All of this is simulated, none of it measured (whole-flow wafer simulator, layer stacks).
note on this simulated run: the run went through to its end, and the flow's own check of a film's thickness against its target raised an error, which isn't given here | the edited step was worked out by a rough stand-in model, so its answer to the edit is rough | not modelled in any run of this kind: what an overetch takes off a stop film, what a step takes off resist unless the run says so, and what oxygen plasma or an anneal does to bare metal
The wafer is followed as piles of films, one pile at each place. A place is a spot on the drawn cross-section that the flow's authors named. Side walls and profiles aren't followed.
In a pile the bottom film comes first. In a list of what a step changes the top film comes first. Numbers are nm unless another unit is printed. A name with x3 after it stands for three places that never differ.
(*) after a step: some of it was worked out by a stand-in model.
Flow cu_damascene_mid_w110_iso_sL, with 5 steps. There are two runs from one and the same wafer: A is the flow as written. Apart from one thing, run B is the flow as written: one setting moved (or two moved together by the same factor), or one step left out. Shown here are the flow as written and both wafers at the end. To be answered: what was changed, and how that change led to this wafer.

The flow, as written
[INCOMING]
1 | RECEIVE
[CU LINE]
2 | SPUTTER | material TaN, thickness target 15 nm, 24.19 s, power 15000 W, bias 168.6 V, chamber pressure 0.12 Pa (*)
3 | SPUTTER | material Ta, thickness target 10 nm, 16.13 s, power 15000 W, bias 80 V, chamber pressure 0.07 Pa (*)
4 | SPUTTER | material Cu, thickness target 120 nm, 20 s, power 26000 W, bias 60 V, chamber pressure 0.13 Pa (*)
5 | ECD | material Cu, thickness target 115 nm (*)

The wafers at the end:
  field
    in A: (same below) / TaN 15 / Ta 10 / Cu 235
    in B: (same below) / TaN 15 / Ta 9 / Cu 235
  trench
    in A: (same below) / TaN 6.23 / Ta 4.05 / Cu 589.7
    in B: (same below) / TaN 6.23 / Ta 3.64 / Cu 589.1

The reason: step 3, SPUTTER: thickness target 9 nm was run, though the flow has thickness target 10 nm; step 3, SPUTTER: 14.52 s was run, where the flow has 16.13 s.
One can read it off the wafer: field has Ta 9, and step 3 as written asks for 10 nm.

The path from the change to this, step by step:
  3 | SPUTTER | material Ta, thickness target 10 nm, 16.13 s, power 15000 W, bias 80 V, chamber pressure 0.07 Pa (*)
      field: A +10 Ta (new film) | B +9 Ta (new film)
